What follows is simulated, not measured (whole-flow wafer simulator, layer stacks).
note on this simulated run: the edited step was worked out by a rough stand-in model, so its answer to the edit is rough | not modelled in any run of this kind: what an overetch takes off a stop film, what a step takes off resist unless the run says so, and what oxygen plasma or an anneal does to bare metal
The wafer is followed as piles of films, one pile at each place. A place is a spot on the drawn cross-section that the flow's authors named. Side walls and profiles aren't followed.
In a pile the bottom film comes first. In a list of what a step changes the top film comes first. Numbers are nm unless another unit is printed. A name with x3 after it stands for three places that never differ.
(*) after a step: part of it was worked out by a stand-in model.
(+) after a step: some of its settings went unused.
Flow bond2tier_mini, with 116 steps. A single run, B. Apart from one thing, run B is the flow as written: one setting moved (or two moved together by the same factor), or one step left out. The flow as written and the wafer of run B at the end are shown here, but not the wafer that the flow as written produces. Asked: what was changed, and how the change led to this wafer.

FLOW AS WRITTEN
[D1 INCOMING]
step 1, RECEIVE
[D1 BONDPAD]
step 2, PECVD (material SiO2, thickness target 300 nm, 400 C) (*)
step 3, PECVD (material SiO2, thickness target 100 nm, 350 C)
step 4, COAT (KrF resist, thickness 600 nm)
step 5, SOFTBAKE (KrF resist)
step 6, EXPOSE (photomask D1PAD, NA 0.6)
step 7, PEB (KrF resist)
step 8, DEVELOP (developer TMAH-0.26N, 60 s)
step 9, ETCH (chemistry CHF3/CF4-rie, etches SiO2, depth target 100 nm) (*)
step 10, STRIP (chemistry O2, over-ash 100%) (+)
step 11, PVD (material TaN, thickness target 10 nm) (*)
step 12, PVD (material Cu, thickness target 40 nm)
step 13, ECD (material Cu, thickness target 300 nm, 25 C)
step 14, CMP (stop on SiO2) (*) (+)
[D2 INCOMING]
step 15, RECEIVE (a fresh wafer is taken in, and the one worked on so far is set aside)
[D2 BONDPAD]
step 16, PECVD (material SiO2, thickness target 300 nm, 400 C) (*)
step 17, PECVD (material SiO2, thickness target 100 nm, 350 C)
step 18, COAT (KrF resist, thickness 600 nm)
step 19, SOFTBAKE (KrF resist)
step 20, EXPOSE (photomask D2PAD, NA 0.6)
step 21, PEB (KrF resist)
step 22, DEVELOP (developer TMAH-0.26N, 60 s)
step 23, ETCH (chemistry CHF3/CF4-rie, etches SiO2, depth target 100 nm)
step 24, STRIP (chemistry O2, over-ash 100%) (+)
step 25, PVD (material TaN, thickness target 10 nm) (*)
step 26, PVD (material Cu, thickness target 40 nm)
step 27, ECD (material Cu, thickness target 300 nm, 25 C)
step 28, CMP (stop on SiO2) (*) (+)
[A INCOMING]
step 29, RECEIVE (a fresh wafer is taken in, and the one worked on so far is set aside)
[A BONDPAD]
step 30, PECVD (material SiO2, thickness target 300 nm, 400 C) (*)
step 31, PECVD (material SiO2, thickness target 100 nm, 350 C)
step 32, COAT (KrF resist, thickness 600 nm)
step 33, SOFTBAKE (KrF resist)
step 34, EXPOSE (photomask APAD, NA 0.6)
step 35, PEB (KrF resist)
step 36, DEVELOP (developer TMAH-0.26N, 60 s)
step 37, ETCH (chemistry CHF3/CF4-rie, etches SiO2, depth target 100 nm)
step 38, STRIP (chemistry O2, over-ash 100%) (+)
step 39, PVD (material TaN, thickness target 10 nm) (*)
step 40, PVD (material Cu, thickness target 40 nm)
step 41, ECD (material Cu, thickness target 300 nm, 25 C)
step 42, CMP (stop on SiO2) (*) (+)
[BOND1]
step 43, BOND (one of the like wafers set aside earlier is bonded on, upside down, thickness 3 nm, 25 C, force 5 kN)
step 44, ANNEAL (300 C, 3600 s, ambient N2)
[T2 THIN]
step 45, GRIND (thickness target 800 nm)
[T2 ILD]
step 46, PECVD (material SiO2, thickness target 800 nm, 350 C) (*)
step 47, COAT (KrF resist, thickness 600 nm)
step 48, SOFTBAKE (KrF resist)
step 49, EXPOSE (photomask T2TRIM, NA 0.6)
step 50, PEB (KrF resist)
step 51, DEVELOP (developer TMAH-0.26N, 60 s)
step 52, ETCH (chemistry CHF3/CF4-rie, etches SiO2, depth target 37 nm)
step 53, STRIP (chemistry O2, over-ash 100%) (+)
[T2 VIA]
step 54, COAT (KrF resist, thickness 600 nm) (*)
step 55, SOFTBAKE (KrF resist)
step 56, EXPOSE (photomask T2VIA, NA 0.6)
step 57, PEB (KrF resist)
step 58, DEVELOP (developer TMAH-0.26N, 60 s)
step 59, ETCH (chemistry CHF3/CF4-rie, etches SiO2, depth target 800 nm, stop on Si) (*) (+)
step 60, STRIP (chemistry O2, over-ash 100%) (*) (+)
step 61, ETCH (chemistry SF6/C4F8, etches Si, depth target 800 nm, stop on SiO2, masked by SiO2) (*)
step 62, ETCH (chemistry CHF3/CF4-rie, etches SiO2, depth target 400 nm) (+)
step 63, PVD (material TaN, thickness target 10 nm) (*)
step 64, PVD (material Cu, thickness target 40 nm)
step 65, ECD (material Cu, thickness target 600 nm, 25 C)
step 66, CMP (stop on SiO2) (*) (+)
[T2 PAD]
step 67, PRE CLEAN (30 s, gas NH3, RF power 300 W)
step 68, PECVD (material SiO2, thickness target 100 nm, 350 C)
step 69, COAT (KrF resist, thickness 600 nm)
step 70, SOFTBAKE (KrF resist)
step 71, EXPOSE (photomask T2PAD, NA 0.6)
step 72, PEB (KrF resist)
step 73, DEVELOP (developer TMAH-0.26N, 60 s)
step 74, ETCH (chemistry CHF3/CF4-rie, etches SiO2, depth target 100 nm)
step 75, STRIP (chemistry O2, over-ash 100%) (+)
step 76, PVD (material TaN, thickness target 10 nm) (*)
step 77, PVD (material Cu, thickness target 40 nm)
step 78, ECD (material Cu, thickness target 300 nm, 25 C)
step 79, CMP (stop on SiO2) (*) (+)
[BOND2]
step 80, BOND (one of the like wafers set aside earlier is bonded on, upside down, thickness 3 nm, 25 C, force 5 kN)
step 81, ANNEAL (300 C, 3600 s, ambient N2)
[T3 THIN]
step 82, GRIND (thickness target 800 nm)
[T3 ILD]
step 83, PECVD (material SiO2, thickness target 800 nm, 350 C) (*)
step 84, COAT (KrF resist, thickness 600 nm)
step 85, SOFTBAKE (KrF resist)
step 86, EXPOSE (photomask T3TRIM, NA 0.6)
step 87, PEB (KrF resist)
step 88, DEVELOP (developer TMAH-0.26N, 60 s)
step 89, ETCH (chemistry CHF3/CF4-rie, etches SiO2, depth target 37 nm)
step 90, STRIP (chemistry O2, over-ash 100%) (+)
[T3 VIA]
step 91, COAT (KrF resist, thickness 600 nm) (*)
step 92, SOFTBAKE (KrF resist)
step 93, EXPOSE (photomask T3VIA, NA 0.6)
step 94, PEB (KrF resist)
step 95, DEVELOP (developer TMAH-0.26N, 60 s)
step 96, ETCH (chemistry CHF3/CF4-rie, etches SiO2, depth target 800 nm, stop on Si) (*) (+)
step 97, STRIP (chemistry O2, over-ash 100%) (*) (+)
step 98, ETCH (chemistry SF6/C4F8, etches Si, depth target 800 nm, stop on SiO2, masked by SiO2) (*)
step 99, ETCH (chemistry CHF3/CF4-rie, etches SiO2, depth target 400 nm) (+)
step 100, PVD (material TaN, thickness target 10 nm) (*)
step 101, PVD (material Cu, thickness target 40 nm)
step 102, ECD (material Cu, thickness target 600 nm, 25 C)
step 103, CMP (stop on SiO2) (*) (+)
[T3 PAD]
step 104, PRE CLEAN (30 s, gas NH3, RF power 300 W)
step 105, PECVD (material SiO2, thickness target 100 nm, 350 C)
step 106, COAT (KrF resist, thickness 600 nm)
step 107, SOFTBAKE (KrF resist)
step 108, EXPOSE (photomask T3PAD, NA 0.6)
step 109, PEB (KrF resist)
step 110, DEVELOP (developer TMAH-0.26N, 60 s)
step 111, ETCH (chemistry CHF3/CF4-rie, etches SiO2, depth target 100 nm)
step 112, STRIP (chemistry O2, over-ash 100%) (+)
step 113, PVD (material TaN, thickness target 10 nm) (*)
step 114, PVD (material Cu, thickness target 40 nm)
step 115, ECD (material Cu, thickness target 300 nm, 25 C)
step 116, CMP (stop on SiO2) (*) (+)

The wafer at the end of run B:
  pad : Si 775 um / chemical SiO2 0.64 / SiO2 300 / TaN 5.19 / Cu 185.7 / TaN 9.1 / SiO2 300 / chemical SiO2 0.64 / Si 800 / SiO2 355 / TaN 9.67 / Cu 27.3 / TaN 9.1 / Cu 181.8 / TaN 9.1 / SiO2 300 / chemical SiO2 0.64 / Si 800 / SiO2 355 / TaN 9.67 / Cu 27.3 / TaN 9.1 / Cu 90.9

What caused this: step 39, PVD: thickness target 5.7 nm was run, while the flow as written has thickness target 10 nm.

The path from the change to this, step by step:
  step 39, PVD (material TaN, thickness target 10 nm) (*)
      field: +5.7 TaN (new film) (in the flow as written it would be: +10 TaN (new film))
      pad: +5.19 TaN (new film) (in the flow as written it would be: +9.1 TaN (new film))
      (also at 1 further place)
  step 42, CMP (stop on SiO2) (*) (+)
      field: -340 Cu (all of it), -5.7 TaN (all of it) (in the flow as written it would be: -340 Cu (all of it), -10 TaN (all of it))
